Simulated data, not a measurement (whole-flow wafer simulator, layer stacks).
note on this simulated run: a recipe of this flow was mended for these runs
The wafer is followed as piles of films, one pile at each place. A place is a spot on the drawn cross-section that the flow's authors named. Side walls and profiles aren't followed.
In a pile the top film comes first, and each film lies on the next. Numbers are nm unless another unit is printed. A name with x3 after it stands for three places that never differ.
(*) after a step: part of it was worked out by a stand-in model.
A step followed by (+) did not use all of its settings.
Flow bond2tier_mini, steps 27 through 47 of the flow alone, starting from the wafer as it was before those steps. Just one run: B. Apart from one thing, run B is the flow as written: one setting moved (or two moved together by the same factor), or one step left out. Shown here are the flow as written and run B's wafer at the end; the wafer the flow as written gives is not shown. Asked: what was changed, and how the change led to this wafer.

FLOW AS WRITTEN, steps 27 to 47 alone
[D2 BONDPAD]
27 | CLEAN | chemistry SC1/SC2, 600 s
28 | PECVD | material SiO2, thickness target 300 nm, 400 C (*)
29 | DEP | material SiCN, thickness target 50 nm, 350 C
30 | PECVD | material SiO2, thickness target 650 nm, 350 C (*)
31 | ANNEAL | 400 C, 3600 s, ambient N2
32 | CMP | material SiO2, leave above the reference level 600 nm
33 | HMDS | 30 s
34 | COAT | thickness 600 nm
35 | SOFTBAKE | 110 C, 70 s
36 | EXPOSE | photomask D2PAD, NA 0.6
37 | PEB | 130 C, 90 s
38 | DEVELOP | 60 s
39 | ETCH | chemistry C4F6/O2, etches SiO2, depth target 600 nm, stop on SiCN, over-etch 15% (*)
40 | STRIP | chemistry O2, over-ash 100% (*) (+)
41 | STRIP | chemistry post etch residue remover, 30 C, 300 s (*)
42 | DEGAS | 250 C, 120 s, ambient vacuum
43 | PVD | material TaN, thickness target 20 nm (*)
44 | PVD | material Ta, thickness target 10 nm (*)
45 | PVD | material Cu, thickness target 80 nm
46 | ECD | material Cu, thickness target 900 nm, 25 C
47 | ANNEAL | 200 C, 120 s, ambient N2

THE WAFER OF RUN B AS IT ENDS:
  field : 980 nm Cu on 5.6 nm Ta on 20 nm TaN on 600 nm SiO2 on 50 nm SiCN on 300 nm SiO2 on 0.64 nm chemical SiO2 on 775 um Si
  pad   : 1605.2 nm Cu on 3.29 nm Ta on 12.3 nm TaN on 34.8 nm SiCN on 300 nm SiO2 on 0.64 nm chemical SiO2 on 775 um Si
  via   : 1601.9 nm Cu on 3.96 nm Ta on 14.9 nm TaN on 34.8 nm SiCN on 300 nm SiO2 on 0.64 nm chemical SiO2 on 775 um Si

The reason: step 44, PVD: thickness target 5.6 nm was run, whereas the flow has thickness target 10 nm.
One can read it off the wafer: field has Ta 5.6, and step 44 as written asks for 10 nm.

Step by step, how the change led to this:
  44 | PVD | material Ta, thickness target 10 nm (*)
      field: +5.6 Ta (new film) (in the flow as written it would be: +10 Ta (new film))
      pad: +3.29 Ta (new film) (in the flow as written it would be: +5.88 Ta (new film))
      (also at 1 further place)
